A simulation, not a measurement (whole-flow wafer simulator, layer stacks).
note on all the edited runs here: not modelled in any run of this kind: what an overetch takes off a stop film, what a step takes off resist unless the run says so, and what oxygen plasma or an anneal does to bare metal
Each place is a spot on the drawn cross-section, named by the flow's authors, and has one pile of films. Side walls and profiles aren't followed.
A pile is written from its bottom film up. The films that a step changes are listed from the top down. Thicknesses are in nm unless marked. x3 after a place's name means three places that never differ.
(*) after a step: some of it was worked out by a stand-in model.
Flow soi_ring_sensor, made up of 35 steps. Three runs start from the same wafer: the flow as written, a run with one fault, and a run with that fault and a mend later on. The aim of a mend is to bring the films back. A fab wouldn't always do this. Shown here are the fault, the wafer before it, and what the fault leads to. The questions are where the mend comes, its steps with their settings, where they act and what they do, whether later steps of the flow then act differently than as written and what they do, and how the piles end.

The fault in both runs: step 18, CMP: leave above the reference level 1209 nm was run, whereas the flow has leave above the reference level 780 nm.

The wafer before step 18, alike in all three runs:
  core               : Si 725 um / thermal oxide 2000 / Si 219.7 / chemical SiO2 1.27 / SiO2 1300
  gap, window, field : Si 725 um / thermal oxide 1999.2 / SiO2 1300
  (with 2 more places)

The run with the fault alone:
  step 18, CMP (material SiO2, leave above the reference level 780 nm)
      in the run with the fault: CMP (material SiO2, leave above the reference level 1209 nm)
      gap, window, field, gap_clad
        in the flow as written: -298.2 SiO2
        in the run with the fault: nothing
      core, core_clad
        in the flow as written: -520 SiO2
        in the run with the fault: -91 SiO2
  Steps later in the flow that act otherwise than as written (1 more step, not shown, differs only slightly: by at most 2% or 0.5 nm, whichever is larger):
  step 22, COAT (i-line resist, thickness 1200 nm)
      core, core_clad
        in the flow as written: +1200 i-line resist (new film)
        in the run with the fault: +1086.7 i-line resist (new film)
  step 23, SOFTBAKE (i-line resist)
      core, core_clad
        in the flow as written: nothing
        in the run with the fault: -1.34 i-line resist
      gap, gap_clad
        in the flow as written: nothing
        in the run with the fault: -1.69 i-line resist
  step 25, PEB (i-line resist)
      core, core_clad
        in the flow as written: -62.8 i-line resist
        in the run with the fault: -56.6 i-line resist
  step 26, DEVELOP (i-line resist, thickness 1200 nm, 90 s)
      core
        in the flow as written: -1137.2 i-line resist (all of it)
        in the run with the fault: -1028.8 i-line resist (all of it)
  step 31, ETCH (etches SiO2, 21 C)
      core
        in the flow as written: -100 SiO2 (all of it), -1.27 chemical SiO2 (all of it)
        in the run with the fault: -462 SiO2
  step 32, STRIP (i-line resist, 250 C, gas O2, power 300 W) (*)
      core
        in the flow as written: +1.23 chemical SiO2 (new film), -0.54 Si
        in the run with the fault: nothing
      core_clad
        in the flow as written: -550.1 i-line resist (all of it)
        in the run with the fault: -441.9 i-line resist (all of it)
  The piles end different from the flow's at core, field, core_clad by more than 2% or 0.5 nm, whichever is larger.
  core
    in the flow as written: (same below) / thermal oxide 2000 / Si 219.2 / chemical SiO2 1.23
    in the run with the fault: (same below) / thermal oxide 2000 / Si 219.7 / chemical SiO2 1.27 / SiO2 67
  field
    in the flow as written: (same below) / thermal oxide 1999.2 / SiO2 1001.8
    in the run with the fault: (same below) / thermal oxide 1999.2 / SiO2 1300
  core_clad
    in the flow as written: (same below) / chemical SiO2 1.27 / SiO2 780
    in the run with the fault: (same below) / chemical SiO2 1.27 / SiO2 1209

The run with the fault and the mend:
  After step 19 comes the mend.
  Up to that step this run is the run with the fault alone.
  step 19a, CMP (material SiO2, leave above the reference level 780 nm) (a further turn of the flow's step 18)
      gap, window, field, gap_clad
        -298.2 SiO2
      core, core_clad
        -429 SiO2
  Later steps of the flow that are run all act as written at every place that is followed.
  The piles end the same as the flow's at every place that both follow.
